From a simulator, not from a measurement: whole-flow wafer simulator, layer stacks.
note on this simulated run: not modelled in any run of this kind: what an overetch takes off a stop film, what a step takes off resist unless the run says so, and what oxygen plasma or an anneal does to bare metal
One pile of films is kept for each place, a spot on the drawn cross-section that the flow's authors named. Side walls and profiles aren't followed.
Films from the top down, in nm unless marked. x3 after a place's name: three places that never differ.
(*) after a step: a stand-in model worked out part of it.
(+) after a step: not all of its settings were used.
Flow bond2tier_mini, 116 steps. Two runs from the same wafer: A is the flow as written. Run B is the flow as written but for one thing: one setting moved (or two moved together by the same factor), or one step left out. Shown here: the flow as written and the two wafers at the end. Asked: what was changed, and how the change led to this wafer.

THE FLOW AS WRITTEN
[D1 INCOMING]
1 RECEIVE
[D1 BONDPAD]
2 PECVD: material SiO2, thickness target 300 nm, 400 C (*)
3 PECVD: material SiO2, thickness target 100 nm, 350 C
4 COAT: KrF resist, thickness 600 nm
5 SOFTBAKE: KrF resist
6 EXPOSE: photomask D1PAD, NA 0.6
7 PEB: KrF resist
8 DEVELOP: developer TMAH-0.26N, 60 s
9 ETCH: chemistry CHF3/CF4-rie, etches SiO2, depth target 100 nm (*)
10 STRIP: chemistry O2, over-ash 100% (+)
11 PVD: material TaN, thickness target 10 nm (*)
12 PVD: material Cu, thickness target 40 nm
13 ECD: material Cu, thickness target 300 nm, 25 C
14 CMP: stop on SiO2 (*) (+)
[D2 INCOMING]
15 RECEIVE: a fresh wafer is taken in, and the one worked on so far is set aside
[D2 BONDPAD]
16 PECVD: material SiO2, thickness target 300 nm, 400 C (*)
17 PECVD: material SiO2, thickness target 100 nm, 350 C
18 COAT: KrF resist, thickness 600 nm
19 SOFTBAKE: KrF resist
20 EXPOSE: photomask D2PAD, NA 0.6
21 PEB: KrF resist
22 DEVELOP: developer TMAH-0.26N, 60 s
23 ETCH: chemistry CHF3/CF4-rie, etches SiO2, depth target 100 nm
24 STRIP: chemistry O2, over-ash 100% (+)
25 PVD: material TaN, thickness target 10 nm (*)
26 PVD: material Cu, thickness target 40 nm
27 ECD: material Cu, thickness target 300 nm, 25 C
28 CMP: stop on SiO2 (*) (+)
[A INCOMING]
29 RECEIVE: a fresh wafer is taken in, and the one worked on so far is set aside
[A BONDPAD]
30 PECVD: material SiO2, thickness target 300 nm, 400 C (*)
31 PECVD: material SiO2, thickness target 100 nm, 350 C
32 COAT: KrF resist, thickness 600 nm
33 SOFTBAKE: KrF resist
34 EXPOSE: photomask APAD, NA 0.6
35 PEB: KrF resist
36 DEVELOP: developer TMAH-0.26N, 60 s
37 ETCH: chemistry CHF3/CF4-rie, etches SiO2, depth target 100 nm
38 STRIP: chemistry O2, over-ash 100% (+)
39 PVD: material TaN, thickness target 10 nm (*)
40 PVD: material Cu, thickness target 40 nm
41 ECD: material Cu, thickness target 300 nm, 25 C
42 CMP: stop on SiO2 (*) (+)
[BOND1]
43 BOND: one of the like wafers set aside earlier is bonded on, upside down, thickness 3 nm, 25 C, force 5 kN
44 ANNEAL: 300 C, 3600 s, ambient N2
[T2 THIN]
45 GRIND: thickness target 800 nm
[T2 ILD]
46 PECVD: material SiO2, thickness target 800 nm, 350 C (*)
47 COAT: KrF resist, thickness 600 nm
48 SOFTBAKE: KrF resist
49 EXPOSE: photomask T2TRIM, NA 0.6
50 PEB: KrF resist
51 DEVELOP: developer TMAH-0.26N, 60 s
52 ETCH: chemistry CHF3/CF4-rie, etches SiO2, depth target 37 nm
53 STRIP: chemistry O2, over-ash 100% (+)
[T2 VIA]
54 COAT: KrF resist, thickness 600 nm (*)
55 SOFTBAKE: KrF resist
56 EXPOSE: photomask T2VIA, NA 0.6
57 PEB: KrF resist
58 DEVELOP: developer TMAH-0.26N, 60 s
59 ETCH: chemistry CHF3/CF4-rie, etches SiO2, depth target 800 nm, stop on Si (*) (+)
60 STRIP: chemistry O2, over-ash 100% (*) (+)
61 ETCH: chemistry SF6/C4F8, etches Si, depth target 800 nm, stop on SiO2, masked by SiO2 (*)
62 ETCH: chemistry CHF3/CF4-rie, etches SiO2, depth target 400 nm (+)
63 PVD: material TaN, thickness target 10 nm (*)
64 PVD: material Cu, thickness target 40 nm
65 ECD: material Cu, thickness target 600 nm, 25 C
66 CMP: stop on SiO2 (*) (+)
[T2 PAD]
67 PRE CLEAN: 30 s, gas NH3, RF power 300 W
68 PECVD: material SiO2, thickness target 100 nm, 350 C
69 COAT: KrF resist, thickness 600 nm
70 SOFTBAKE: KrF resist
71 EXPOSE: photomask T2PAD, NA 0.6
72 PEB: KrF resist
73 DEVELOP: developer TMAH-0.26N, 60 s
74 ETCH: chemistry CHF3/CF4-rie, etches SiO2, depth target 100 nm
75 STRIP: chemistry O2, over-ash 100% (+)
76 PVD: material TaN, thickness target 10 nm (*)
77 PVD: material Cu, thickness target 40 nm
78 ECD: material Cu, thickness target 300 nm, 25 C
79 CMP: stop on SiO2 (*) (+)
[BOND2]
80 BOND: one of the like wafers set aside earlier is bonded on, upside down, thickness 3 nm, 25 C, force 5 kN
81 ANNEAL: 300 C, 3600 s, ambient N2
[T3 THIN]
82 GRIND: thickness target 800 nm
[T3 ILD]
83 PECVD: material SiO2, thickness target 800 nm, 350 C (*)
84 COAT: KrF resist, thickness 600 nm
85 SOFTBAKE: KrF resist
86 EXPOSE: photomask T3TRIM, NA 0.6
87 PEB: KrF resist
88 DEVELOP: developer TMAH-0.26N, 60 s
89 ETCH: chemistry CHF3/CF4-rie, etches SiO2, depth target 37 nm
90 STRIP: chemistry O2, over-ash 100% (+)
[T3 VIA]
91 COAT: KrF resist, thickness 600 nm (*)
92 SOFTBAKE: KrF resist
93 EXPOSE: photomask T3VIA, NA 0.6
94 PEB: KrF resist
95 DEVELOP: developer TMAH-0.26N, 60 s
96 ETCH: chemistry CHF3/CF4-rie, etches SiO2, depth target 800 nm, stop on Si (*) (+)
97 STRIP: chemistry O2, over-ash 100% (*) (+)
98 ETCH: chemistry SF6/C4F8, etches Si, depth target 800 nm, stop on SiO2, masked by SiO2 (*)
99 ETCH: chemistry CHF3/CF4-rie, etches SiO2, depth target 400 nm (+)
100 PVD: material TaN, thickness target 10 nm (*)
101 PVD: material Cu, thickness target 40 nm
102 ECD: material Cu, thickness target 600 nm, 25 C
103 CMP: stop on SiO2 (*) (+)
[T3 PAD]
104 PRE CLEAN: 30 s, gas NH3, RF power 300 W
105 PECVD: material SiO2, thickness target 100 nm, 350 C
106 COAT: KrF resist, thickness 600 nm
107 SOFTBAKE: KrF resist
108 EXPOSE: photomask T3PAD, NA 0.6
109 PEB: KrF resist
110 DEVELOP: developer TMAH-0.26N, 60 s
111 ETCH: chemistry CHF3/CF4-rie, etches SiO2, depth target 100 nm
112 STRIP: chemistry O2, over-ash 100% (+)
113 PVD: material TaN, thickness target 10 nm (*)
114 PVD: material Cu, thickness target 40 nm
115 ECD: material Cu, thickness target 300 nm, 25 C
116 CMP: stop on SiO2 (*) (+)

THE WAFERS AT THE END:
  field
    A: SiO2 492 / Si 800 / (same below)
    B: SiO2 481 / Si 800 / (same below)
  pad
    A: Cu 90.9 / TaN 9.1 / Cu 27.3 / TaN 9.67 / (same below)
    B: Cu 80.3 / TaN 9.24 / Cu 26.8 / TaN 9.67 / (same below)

The cause: step 105, PECVD: thickness target 89 nm was run, where the flow has thickness target 100 nm.

How the change led to this, step by step:
  105 PECVD: material SiO2, thickness target 100 nm, 350 C
      field: A SiO2 +100 | B SiO2 +89
      pad: A SiO2 +100 (new film) | B SiO2 +89 (new film)
  111 ETCH: chemistry CHF3/CF4-rie, etches SiO2, depth target 100 nm
      pad: A SiO2 -100 (all of it) | B SiO2 -89 (all of it), Cu -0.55
  115 ECD: material Cu, thickness target 300 nm, 25 C
      pad: A Cu +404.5 | B Cu +393.5
